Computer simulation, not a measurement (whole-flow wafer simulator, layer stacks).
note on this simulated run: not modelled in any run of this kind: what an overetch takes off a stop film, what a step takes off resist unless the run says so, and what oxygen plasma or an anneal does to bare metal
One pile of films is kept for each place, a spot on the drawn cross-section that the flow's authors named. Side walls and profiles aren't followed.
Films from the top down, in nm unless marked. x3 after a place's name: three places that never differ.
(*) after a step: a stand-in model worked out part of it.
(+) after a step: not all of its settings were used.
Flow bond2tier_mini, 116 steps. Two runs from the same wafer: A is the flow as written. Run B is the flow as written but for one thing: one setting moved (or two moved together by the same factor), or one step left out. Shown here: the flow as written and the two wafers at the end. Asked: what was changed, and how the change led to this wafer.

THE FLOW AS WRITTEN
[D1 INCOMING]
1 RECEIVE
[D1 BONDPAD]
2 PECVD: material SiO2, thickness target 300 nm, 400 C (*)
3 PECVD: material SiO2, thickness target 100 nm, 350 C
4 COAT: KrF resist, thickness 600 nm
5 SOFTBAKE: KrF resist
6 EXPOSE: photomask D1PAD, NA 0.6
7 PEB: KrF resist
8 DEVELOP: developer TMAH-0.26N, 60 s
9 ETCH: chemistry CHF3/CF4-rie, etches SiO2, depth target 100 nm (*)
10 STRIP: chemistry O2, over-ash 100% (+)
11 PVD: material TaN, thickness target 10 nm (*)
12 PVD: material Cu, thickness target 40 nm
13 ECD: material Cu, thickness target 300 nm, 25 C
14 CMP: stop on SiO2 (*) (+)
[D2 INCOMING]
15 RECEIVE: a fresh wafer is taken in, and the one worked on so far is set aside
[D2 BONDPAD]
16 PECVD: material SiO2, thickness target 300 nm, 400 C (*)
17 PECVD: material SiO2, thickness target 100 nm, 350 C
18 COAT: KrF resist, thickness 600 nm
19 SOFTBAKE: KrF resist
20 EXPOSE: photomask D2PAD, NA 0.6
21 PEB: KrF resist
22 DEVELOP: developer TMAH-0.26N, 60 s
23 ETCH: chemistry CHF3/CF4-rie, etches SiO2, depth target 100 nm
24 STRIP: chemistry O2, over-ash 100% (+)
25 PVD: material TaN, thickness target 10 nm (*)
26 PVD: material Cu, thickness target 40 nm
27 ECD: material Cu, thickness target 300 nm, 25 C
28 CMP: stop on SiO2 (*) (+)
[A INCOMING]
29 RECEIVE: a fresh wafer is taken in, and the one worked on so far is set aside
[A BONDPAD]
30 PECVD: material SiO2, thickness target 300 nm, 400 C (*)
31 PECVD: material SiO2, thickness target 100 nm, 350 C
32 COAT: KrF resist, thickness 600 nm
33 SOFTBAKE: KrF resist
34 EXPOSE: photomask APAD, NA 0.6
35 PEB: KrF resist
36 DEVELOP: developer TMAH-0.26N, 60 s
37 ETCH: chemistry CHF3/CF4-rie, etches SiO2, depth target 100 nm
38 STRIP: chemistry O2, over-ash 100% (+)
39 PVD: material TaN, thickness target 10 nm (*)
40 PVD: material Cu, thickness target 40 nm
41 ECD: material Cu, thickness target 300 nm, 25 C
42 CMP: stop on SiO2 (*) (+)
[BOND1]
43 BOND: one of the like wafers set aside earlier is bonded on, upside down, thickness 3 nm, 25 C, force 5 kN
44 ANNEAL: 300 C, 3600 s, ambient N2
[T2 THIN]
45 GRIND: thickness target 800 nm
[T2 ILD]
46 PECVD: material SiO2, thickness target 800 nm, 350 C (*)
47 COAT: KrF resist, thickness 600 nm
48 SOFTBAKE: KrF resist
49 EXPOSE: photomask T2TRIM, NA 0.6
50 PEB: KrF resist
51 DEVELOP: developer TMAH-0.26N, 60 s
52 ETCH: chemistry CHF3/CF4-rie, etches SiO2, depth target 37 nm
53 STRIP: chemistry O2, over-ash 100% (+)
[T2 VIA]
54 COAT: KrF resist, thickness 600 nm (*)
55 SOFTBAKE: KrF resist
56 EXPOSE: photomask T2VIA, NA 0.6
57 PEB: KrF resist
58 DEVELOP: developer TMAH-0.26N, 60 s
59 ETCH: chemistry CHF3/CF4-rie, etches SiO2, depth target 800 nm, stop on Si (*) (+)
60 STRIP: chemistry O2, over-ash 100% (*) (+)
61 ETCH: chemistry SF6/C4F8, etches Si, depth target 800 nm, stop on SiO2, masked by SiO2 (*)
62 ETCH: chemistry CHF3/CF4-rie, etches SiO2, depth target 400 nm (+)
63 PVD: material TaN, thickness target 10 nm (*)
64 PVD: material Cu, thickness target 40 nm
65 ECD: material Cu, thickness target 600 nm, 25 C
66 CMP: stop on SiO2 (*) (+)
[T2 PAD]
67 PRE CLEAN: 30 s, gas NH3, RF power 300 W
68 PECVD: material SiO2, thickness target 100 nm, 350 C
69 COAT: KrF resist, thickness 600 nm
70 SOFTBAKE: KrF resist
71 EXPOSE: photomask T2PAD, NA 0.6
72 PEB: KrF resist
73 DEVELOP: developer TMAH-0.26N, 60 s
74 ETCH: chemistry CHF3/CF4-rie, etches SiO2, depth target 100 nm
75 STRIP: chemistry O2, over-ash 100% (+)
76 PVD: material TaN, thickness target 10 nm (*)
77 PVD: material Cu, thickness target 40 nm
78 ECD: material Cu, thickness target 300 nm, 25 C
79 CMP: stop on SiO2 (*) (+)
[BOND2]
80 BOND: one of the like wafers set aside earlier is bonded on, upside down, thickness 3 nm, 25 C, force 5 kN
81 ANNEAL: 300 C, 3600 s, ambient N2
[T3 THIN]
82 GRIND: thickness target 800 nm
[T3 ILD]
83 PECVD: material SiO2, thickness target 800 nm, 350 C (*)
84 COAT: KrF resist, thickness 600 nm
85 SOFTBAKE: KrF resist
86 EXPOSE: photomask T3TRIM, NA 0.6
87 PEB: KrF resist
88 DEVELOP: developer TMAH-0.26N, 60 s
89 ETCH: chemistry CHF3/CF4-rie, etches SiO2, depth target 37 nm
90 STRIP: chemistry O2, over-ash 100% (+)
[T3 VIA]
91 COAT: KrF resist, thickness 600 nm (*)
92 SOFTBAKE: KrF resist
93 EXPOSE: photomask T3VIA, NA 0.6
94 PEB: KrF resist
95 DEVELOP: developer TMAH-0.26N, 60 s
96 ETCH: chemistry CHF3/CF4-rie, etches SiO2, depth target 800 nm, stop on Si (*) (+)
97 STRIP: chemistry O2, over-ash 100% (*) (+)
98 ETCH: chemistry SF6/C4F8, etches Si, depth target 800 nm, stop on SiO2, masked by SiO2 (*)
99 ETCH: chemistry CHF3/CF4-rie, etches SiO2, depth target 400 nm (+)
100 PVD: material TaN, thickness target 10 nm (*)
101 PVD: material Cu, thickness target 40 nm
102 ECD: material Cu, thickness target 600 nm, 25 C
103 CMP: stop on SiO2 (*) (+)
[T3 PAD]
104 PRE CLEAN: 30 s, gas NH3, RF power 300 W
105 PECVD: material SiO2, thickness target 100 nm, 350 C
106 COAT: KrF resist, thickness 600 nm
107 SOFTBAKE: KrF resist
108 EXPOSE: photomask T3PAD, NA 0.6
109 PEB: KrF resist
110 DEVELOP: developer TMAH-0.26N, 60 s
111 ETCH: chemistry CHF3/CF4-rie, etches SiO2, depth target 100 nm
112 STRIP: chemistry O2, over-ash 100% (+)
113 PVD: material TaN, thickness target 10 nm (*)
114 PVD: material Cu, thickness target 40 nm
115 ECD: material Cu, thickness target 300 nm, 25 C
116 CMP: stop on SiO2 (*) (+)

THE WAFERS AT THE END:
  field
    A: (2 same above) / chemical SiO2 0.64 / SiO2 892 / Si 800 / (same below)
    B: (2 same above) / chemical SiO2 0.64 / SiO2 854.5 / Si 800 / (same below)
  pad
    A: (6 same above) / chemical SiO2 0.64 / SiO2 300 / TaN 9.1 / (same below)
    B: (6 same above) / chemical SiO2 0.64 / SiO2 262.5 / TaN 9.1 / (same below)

The cause: step 17, PECVD: thickness target 62.5 nm was run, where the flow has thickness target 100 nm.

How the change led to this, step by step:
  17 PECVD: material SiO2, thickness target 100 nm, 350 C
      field, pad, via: A SiO2 +100 | B SiO2 +62.5
  80 BOND: one of the like wafers set aside earlier is bonded on, upside down, thickness 3 nm, 25 C, force 5 kN
      field: A Si +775 um (new film), chemical SiO2 +0.64 (new film), SiO2 +400 | B Si +775 um (new film), chemical SiO2 +0.64 (new film), SiO2 +362.5
      pad: A Si +775 um (new film), chemical SiO2 +0.64 (new film), SiO2 +300 (new film), TaN +9.1 (new film), Cu +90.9 | B Si +775 um (new film), chemical SiO2 +0.64 (new film), SiO2 +262.5 (new film), TaN +9.1 (new film), Cu +90.9
